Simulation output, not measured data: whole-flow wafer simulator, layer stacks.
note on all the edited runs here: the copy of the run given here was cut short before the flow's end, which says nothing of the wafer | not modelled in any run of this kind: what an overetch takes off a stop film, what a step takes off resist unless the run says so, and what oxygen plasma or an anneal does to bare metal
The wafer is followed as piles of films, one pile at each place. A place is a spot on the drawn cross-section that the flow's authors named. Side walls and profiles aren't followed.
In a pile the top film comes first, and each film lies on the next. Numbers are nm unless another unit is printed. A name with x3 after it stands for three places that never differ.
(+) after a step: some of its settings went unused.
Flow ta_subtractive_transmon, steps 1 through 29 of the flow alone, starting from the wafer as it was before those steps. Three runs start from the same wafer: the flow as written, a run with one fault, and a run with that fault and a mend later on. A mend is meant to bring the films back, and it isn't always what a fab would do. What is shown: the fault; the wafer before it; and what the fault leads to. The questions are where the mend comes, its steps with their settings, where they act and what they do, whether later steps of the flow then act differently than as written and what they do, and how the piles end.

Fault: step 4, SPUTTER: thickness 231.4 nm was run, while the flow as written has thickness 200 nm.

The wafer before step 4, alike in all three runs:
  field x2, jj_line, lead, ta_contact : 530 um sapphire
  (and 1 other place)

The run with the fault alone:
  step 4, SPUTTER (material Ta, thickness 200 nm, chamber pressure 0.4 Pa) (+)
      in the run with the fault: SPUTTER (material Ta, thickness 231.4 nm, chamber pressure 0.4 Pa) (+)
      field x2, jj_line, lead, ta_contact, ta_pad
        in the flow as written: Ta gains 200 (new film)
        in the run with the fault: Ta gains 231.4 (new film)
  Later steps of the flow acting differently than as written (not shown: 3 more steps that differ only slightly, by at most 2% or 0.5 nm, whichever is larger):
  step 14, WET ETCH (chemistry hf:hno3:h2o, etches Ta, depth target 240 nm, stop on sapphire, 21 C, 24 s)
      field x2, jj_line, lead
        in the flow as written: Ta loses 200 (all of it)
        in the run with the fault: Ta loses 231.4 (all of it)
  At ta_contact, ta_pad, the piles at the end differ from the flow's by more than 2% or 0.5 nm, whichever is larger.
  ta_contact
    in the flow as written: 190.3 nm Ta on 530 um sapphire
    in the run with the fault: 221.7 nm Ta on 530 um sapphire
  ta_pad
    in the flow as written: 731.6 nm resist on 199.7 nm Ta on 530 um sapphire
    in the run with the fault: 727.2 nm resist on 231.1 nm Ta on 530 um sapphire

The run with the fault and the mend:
  After step 5 comes the mend.
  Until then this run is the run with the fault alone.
  step 5a, WET ETCH (chemistry hf:hno3:h2o, etches Ta, depth target 266.2 nm, stop on sapphire, 21 C, 26.62 s)
      field x2, jj_line, lead, ta_contact, ta_pad
        Ta loses 231.4 (all of it)
  step 5b, SPUTTER (material Ta, thickness 200 nm, chamber pressure 0.4 Pa) (+) (the flow's step 4, run once more)
      field x2, jj_line, lead, ta_contact, ta_pad
        Ta gains 200 (new film)
  Later steps of the flow that are run all act as written at every place that is followed.
  The piles end the same as the flow's at every place that both follow.
